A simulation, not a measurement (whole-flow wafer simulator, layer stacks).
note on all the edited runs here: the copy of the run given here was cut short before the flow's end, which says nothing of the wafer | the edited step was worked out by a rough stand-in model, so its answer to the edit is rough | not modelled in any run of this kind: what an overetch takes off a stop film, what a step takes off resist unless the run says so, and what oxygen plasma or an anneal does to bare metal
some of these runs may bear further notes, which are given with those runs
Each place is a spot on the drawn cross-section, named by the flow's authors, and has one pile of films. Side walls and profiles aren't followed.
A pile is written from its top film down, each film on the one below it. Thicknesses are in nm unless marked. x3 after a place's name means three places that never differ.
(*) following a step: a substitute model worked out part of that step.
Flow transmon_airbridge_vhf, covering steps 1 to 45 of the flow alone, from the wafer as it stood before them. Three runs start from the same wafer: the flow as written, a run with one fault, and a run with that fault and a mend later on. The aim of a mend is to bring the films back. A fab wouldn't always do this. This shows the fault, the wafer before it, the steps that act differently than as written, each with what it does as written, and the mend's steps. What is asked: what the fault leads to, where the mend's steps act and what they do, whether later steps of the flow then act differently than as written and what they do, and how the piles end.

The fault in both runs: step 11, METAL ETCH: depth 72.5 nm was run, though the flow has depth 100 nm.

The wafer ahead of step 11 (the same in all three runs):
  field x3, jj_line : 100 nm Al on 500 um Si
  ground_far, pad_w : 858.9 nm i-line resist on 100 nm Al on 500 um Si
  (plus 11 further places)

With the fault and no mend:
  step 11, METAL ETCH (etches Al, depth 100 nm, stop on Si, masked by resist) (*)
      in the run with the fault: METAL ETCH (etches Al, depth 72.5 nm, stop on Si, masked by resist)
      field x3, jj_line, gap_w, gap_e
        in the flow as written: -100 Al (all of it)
        in the run with the fault: -72.5 Al
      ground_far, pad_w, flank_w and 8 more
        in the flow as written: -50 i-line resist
        in the run with the fault: -36.2 i-line resist
  Steps further on in the flow that do not act as written (20 other steps are not shown; they differ only slightly, by no more than 2% or 0.5 nm, whichever is larger):
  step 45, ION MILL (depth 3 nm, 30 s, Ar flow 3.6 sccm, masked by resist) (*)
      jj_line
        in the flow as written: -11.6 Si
        in the run with the fault: -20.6 Al
  By the end, the piles at field x3, jj_line, gap_w, gap_e depart from the flow's by more than 2% or 0.5 nm, whichever is larger.
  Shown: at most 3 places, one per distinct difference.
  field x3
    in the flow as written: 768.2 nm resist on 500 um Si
    in the run with the fault: 768.2 nm resist on 27.5 nm Al on 500 um Si
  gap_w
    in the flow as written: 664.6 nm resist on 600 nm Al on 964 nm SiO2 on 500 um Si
    in the run with the fault: 657.4 nm resist on 600 nm Al on 964 nm SiO2 on 27.5 nm Al on 500 um Si
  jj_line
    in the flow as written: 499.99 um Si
    in the run with the fault: 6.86 nm Al on 500 um Si

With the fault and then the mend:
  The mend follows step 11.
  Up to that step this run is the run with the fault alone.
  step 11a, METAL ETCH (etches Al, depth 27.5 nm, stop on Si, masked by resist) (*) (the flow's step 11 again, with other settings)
      ground_far, pad_w, flank_w and 8 more
        -13.8 i-line resist
      field x3, jj_line, gap_w, gap_e
        -27.5 Al (all of it)
  Later steps of the flow that are run all act as written at every place that is followed.
  By the end, the piles equal the flow's at every place that both follow.
